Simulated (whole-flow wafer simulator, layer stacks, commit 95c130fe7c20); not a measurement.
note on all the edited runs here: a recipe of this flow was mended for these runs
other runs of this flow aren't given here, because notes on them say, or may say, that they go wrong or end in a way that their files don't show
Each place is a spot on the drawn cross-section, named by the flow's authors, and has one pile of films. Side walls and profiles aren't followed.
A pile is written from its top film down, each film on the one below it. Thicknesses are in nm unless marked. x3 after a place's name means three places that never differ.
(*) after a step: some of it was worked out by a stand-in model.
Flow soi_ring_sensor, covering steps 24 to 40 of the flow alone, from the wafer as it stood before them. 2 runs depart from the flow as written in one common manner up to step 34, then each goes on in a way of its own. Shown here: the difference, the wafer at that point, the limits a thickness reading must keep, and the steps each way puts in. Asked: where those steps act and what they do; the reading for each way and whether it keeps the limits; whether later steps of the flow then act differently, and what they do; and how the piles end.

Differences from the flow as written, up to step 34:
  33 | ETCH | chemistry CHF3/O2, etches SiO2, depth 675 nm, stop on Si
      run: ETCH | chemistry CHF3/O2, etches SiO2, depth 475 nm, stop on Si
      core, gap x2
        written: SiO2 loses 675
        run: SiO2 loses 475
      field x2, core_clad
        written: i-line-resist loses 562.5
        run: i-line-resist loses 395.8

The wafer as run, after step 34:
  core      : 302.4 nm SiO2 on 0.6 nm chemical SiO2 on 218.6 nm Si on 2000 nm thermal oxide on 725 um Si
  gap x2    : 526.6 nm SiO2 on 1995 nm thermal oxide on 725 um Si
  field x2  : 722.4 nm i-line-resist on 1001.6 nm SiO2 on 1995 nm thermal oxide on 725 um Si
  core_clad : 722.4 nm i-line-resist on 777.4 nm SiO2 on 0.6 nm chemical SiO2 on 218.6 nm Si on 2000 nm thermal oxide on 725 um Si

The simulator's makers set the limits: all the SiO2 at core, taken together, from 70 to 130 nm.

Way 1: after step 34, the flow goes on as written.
  After step 34, the reading is 302.4 nm, outside the limits.
  Later steps of the flow acting differently than as written:
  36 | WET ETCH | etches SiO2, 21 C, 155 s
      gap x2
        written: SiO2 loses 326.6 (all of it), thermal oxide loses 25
        way: SiO2 loses 364.2
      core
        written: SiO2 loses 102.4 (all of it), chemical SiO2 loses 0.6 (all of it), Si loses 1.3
        way: SiO2 loses 302.4 (all of it), chemical SiO2 loses 0.6 (all of it), Si loses 0.3
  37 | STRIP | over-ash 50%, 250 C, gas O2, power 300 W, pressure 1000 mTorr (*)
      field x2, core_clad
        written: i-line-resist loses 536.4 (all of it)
        way: i-line-resist loses 703.1 (all of it)
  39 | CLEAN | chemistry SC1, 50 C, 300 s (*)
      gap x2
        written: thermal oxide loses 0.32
        way: SiO2 loses 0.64
  The piles end different from the flow's at gap x2 by more than 2% or 0.5 nm, whichever is larger.
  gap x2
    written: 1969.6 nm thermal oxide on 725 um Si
    way: 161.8 nm SiO2 on 1995 nm thermal oxide on 725 um Si

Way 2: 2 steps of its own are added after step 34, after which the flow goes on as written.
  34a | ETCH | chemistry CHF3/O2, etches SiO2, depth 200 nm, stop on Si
      core, gap x2
        SiO2 loses 200
      field x2, core_clad
        i-line-resist loses 166.7
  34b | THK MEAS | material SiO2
      does not change any film at any place that is followed
  After step 34b, the reading is 102.4 nm, within the limits.
  Every later step of the flow that is run acts as written at every place that is followed.
  The piles end the same as the flow's at every place that both follow.

The limits are kept by: way 2. They are not kept by: way 1.
